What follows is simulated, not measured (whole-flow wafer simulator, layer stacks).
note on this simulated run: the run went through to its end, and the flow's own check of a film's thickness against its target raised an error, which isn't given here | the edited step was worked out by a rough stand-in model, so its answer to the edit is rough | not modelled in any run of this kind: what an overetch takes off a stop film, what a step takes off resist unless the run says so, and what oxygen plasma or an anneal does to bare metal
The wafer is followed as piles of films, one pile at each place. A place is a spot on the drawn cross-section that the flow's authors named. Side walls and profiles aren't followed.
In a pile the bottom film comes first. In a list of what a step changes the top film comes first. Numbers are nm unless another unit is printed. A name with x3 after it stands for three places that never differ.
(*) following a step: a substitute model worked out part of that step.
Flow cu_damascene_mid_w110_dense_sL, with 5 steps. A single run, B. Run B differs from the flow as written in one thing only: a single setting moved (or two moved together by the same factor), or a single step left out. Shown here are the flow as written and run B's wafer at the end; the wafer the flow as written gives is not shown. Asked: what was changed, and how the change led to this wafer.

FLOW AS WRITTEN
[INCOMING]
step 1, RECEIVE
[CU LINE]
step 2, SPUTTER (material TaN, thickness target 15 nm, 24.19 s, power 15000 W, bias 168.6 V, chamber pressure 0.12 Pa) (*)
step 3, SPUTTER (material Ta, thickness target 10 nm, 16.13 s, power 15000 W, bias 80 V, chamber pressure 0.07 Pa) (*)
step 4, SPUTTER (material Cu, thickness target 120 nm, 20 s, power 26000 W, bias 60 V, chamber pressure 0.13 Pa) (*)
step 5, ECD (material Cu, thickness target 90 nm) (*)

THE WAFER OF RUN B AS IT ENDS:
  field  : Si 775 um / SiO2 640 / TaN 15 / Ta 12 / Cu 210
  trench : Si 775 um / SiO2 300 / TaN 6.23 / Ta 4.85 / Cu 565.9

What caused this: step 3, SPUTTER: thickness target 12 nm was run, whereas the flow has thickness target 10 nm.
The wafer itself shows it: field has Ta 12, and step 3 as written asks for 10 nm.

The path from the change to this, step by step:
  step 3, SPUTTER (material Ta, thickness target 10 nm, 16.13 s, power 15000 W, bias 80 V, chamber pressure 0.07 Pa) (*)
      field: +12 Ta (new film) (as written it would have been: +10 Ta (new film))
      trench: +4.85 Ta (new film) (as written it would have been: +4.05 Ta (new film))
